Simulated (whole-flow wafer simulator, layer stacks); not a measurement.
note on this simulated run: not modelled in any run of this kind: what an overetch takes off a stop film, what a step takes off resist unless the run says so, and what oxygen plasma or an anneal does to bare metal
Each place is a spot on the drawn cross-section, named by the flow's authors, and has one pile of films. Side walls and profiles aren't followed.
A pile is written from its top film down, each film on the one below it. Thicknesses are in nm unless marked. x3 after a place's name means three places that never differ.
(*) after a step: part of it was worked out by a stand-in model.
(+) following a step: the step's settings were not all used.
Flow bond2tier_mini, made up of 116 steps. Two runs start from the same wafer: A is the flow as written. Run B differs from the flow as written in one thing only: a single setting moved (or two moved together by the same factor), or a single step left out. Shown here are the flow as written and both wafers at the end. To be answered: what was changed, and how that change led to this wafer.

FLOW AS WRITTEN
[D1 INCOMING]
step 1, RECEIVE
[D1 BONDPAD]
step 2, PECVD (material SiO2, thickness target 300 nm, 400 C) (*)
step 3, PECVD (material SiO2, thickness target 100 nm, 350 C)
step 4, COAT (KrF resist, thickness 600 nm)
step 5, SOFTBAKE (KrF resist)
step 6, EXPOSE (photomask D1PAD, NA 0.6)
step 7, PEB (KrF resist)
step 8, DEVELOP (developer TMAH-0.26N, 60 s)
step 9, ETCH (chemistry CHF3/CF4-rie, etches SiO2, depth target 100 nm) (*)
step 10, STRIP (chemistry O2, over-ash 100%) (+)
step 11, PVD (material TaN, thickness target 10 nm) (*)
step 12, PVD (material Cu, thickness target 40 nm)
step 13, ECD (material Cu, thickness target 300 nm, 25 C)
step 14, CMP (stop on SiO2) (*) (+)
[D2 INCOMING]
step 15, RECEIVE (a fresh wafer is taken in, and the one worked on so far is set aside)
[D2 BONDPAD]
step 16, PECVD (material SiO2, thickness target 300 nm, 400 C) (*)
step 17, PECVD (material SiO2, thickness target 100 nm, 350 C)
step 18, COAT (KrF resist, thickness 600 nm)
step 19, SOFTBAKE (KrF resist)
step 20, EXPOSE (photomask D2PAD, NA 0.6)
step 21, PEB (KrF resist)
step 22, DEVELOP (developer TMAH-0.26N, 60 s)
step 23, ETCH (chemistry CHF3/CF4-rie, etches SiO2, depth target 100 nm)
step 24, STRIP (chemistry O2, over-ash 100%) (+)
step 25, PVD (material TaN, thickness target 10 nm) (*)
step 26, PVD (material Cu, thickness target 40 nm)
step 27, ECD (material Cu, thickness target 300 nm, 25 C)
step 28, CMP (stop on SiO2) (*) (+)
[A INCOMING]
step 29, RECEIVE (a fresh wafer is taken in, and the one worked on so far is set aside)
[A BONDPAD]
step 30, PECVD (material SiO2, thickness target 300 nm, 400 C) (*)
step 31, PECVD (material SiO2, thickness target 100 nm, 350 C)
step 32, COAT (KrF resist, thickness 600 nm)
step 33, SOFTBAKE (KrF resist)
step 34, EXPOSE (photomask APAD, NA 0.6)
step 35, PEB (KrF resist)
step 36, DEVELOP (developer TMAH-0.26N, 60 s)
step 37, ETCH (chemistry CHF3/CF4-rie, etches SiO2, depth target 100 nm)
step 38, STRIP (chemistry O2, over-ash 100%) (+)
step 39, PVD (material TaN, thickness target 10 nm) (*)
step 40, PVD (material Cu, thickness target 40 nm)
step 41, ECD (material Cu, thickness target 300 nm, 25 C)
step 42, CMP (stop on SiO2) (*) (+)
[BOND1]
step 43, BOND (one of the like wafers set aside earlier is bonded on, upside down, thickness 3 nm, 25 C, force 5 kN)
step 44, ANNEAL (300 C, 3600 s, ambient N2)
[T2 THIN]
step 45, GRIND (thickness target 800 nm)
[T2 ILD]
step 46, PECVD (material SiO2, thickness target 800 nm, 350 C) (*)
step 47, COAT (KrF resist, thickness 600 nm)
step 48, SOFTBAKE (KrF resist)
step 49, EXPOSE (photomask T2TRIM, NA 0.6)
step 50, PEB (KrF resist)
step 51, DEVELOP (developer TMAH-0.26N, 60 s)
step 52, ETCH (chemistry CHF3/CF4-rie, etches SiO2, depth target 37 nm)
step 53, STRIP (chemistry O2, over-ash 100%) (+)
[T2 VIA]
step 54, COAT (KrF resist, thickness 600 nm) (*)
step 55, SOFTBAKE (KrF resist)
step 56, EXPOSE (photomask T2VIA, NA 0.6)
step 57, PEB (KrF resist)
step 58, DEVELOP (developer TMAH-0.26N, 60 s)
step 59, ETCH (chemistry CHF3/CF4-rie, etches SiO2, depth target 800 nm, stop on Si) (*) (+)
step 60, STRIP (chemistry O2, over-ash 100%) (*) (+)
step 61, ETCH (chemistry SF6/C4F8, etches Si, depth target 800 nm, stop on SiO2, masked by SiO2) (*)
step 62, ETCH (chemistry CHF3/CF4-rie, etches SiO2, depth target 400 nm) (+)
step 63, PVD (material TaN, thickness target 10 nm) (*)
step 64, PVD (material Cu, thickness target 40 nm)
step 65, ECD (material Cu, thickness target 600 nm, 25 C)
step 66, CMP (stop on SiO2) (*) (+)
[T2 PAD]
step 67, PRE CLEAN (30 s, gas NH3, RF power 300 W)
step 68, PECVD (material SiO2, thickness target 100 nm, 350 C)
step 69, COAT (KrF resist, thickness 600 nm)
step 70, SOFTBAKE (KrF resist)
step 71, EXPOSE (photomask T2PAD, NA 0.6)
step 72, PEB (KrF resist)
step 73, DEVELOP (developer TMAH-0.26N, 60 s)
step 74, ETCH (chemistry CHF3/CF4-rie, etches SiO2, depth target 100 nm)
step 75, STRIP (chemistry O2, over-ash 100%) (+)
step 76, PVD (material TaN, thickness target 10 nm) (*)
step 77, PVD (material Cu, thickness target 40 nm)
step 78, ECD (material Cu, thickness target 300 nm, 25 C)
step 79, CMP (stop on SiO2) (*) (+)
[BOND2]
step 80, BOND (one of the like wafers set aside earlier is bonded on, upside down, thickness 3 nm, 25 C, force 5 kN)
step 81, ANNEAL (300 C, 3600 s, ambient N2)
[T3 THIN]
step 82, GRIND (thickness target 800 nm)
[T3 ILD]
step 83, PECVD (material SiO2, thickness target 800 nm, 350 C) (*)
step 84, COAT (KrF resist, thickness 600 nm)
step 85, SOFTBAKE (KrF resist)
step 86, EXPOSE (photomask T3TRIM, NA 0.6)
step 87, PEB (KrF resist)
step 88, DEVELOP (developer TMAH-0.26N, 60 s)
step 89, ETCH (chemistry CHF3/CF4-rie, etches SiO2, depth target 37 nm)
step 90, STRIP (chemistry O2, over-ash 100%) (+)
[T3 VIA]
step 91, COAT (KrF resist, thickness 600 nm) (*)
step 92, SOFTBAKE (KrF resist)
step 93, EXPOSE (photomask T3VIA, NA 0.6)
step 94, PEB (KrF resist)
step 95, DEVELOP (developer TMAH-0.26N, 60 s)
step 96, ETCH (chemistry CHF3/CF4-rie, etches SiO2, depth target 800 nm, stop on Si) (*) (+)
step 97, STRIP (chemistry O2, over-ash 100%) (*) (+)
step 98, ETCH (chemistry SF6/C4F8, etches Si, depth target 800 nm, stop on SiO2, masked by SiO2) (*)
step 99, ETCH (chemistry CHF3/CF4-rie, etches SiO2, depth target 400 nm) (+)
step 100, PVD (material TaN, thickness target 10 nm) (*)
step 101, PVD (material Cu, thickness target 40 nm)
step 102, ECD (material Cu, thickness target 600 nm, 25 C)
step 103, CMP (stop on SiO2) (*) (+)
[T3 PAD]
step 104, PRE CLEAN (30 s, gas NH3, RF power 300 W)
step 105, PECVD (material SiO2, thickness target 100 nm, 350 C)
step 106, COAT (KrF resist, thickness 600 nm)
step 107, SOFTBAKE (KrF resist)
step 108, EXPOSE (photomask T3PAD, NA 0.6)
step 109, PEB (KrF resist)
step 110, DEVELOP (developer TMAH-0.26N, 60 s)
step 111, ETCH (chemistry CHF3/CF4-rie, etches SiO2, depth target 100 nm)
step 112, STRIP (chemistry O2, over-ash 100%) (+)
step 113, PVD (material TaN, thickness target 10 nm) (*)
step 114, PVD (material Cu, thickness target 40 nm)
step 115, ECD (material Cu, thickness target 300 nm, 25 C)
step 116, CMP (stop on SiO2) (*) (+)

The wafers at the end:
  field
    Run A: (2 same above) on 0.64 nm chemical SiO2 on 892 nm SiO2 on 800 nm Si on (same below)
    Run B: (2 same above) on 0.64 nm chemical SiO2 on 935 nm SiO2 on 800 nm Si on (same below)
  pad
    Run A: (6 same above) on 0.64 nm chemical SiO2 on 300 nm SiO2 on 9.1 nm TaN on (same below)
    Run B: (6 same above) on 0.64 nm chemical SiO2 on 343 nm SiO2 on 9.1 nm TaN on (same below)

The reason: step 17, PECVD: thickness target 143 nm was run, though the flow has thickness target 100 nm.

The path from the change to this, step by step:
  step 17, PECVD (material SiO2, thickness target 100 nm, 350 C)
      field, pad, via: A +100 SiO2 | B +143 SiO2
  step 80, BOND (one of the like wafers set aside earlier is bonded on, upside down, thickness 3 nm, 25 C, force 5 kN)
      field: A +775 um Si (new film), +0.64 chemical SiO2 (new film), +400 SiO2 | B +775 um Si (new film), +0.64 chemical SiO2 (new film), +443 SiO2
      pad: A +775 um Si (new film), +0.64 chemical SiO2 (new film), +300 SiO2 (new film), +9.1 TaN (new film), +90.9 Cu | B +775 um Si (new film), +0.64 chemical SiO2 (new film), +343 SiO2 (new film), +9.1 TaN (new film), +90.9 Cu
